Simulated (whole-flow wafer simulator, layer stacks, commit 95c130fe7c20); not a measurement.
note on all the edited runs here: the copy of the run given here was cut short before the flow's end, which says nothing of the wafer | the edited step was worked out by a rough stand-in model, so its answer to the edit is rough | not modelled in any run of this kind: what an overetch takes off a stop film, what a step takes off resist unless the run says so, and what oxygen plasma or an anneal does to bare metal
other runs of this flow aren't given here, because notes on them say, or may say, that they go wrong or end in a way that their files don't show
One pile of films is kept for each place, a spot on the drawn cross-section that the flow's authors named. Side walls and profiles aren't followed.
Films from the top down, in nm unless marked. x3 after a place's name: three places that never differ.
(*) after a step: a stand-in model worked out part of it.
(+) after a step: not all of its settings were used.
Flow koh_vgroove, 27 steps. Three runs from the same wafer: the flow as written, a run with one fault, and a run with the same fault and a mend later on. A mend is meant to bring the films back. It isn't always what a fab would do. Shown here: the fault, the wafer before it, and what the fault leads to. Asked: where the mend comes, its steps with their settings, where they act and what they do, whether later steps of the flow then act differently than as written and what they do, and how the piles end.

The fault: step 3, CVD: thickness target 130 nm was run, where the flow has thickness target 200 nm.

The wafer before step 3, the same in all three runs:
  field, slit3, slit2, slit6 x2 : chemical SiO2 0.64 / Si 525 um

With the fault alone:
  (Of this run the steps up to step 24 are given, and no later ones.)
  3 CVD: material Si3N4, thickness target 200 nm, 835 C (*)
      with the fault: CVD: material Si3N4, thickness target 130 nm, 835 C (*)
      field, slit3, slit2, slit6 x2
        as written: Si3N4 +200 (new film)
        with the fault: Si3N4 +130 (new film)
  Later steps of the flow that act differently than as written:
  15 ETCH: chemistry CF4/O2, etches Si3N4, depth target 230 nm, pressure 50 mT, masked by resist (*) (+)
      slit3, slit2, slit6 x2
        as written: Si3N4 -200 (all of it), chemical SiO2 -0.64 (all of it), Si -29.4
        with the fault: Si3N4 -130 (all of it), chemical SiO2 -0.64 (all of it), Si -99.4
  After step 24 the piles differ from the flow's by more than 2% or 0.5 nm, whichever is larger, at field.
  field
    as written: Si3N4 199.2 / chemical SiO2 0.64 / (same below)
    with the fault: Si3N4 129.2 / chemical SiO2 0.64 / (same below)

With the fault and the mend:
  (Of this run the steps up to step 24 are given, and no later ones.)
  The mend comes after step 4.
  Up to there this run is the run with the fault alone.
  4a CVD: material Si3N4, thickness target 70 nm, 835 C (*) (the flow's step 3 once more, with other settings)
      field, slit3, slit2, slit6 x2
        Si3N4 +70
  No later step of the flow up to step 24 acts differently than as written at any place that is followed.
  After step 24 the piles are the same as the flow's at every place that both follow.
